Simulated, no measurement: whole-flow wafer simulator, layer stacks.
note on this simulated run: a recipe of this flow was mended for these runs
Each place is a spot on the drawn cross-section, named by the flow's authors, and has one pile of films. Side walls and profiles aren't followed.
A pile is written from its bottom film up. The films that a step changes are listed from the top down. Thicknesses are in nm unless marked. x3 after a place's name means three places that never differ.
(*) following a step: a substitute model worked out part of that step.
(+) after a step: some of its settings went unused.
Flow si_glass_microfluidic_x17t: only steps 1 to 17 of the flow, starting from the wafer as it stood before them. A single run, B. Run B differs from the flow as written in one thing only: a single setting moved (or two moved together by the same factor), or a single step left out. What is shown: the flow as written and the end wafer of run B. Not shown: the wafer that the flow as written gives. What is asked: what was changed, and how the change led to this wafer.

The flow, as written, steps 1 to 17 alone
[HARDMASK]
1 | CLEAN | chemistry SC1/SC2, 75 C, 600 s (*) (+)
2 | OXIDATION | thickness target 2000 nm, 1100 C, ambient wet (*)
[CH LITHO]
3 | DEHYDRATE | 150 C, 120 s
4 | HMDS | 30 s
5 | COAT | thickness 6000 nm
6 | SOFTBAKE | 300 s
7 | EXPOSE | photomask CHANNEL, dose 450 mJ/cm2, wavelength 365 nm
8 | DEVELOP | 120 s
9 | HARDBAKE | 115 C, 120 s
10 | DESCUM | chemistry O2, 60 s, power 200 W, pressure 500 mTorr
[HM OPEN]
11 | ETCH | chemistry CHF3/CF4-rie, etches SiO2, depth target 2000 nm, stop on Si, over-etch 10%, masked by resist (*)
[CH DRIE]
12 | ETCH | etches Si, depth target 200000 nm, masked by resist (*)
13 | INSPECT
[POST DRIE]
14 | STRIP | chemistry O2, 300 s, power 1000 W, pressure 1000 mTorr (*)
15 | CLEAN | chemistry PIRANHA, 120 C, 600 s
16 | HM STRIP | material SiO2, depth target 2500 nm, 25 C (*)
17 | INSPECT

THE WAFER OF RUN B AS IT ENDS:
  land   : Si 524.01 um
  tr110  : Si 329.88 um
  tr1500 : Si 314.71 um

What caused this: step 2, OXIDATION: thickness target 2240 nm was run, whereas the flow has thickness target 2000 nm.

How this came from the change, step by step:
  2 | OXIDATION | thickness target 2000 nm, 1100 C, ambient wet (*)
      land, tr110, tr1500, tr15: SiO2 gains 2240 (new film), chemical SiO2 loses 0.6 (all of it), Si loses 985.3 (in the flow as written it would be: SiO2 gains 2000 (new film), chemical SiO2 loses 0.6 (all of it), Si loses 879.7)
  11 | ETCH | chemistry CHF3/CF4-rie, etches SiO2, depth target 2000 nm, stop on Si, over-etch 10%, masked by resist (*)
      tr110, tr1500, tr15: SiO2 loses 2200 (in the flow as written it would be: SiO2 loses 2000 (all of it), Si loses 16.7)
  12 | ETCH | etches Si, depth target 200000 nm, masked by resist (*)
      tr110: SiO2 loses 40 (all of it), Si loses 194.12 um (in the flow as written it would be: Si loses 200.12 um)
      tr1500: SiO2 loses 40 (all of it), Si loses 209.3 um (in the flow as written it would be: Si loses 215.73 um)
      (also at 1 further place)
  16 | HM STRIP | material SiO2, depth target 2500 nm, 25 C (*)
      land: SiO2 loses 2240 (all of it) (in the flow as written it would be: SiO2 loses 2000 (all of it))
